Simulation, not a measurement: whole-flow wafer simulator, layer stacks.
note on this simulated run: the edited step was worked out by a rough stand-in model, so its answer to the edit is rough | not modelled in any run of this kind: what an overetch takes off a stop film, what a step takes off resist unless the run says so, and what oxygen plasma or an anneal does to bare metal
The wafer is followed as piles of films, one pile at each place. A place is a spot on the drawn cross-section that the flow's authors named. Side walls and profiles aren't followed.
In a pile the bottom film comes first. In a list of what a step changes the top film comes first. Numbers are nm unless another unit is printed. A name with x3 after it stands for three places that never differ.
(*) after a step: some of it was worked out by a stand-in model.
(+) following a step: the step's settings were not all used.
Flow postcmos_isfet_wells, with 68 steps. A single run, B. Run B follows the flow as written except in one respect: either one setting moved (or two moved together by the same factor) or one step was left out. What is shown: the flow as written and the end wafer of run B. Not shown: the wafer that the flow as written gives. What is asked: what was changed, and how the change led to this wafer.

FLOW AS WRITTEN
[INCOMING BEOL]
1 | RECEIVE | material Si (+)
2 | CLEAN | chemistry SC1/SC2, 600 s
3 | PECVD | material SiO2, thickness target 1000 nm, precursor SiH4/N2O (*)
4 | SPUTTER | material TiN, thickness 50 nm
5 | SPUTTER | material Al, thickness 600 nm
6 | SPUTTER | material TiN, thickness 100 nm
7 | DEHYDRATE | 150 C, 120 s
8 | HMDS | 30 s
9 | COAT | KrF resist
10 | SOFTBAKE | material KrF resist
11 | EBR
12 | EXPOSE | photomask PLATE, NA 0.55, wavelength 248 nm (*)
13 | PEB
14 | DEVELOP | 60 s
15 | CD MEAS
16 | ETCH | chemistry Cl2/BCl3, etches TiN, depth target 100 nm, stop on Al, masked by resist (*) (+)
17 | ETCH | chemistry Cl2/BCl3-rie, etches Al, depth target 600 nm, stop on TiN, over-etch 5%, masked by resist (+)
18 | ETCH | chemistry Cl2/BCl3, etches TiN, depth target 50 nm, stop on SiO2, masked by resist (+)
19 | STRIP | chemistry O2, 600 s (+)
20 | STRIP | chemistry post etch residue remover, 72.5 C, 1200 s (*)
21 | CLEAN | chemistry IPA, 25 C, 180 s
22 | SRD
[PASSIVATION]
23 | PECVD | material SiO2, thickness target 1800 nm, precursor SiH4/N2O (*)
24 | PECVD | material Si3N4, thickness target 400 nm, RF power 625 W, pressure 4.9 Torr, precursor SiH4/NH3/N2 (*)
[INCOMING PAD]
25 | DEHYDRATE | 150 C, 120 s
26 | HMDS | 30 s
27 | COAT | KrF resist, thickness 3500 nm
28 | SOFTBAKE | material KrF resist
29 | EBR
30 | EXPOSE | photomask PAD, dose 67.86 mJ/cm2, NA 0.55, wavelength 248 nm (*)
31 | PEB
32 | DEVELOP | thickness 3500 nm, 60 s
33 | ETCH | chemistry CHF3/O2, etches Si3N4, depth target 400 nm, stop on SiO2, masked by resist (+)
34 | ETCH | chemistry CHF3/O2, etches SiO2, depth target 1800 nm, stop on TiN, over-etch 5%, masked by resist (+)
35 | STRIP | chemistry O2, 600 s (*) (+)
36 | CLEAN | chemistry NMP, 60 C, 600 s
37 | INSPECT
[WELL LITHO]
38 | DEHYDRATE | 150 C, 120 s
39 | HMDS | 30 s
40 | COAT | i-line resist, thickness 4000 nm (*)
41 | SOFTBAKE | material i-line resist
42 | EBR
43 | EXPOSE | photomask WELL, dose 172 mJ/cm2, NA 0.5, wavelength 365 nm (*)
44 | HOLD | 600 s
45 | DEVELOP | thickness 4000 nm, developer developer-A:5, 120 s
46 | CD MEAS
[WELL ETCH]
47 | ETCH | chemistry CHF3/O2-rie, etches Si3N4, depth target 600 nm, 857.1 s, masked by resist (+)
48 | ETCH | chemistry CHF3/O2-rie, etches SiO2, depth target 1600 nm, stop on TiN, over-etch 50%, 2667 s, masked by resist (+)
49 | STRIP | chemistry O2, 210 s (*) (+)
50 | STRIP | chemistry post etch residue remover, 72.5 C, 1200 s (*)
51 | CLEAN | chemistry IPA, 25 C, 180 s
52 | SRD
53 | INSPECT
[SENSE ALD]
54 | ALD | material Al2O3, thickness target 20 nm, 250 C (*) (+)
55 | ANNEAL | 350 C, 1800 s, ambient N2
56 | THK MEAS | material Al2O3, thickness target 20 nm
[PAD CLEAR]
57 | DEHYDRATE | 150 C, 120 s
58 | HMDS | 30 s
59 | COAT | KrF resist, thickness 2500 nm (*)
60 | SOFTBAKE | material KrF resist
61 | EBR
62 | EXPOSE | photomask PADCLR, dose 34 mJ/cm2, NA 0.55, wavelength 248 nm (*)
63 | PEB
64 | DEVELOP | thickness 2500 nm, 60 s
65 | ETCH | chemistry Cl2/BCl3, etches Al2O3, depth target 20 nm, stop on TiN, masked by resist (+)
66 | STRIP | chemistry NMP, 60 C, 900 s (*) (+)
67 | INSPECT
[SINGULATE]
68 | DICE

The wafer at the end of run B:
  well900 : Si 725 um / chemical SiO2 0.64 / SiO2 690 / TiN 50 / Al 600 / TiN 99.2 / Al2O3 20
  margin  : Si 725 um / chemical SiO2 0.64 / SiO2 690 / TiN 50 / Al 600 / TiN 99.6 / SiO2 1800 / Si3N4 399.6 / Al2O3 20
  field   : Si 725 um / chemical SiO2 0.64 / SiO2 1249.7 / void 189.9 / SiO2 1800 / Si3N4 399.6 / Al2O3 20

Cause: step 3, PECVD: thickness target 690 nm was run, though the flow has thickness target 1000 nm.
The wafer itself shows it: well900 has SiO2 690, and step 3 as written asks for 1000 nm.

Step by step, how the change led to this:
  3 | PECVD | material SiO2, thickness target 1000 nm, precursor SiH4/N2O (*)
      field, margin, well900, well1300 x3, pad_rim, pad_clr, pad_open: +690 SiO2 (new film) (as written it would have been: +1000 SiO2 (new film))
